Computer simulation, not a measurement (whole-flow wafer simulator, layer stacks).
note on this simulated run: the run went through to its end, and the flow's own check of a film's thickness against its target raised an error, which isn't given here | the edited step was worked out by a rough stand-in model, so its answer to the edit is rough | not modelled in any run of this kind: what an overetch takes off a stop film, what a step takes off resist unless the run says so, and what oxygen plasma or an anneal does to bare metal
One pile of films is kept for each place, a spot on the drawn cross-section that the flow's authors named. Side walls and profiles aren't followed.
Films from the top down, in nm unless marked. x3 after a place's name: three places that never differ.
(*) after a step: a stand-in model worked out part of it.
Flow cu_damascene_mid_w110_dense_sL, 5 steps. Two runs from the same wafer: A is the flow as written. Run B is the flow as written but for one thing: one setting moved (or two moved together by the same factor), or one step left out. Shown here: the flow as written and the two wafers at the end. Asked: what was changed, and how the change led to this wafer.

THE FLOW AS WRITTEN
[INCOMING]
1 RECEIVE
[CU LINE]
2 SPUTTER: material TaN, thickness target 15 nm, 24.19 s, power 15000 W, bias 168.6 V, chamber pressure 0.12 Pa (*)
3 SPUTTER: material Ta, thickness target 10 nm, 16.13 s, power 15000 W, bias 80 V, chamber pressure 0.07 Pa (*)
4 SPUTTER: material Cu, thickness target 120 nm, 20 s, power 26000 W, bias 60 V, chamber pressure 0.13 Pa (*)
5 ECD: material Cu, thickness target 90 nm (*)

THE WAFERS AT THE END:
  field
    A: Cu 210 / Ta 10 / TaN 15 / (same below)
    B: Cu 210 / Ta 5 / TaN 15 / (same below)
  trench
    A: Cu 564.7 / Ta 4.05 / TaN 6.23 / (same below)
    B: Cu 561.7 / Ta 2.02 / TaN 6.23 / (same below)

The cause: step 3, SPUTTER: thickness target 5 nm was run, where the flow has thickness target 10 nm; step 3, SPUTTER: 8.06 s was run, where the flow has 16.13 s.
It can be read off the wafer: field has Ta 5, and step 3 as written asks for 10 nm.

How the change led to this, step by step:
  3 SPUTTER: material Ta, thickness target 10 nm, 16.13 s, power 15000 W, bias 80 V, chamber pressure 0.07 Pa (*)
      field: A Ta +10 (new film) | B Ta +5 (new film)
      trench: A Ta +4.05 (new film) | B Ta +2.02 (new film)
